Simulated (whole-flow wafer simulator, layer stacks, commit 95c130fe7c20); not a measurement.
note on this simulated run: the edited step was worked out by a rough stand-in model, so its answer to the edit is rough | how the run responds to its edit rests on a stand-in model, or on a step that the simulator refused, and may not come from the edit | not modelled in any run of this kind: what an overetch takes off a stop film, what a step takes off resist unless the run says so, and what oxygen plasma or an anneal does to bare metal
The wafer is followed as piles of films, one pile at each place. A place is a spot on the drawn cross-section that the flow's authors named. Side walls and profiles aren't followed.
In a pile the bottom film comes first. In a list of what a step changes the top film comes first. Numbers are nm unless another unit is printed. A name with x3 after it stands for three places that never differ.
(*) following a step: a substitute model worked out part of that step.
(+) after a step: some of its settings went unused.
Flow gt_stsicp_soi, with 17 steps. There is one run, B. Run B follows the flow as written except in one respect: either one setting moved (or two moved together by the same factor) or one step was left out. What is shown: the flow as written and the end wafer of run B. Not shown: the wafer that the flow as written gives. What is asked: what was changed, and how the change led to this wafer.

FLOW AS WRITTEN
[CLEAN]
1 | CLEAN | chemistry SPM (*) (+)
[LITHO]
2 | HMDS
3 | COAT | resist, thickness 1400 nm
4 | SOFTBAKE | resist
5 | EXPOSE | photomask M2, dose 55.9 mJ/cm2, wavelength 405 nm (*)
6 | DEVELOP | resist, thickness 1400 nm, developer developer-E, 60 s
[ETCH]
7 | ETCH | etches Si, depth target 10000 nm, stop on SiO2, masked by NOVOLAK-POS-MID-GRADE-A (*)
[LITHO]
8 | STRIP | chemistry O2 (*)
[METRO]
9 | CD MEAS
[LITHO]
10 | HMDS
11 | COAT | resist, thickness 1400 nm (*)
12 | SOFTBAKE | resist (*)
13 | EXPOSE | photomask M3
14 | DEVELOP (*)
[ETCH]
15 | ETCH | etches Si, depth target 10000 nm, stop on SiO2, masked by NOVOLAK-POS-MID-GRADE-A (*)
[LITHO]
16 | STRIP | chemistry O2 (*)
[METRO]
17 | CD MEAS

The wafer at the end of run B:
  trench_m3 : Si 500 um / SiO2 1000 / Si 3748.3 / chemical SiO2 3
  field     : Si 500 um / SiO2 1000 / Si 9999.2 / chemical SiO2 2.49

Cause: step 15, ETCH: depth target 6250 nm was run, whereas the flow has depth target 10000 nm.

How this came from the change, step by step:
  15 | ETCH | etches Si, depth target 10000 nm, stop on SiO2, masked by NOVOLAK-POS-MID-GRADE-A (*)
      trench_m3: -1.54 chemical SiO2 (all of it), -6250 Si (it would be, as written: -1.54 chemical SiO2 (all of it), -9999.6 Si (all of it))
      field, trench_m2: -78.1 resist (it would be, as written: -125 resist)
  16 | STRIP | chemistry O2 (*)
      trench_m3: +3 chemical SiO2 (new film), -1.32 Si (it would be, as written: nothing)
      field: -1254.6 resist (all of it), +0.94 chemical SiO2, -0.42 Si (it would be, as written: -1207.8 resist (all of it), +0.94 chemical SiO2, -0.41 Si)
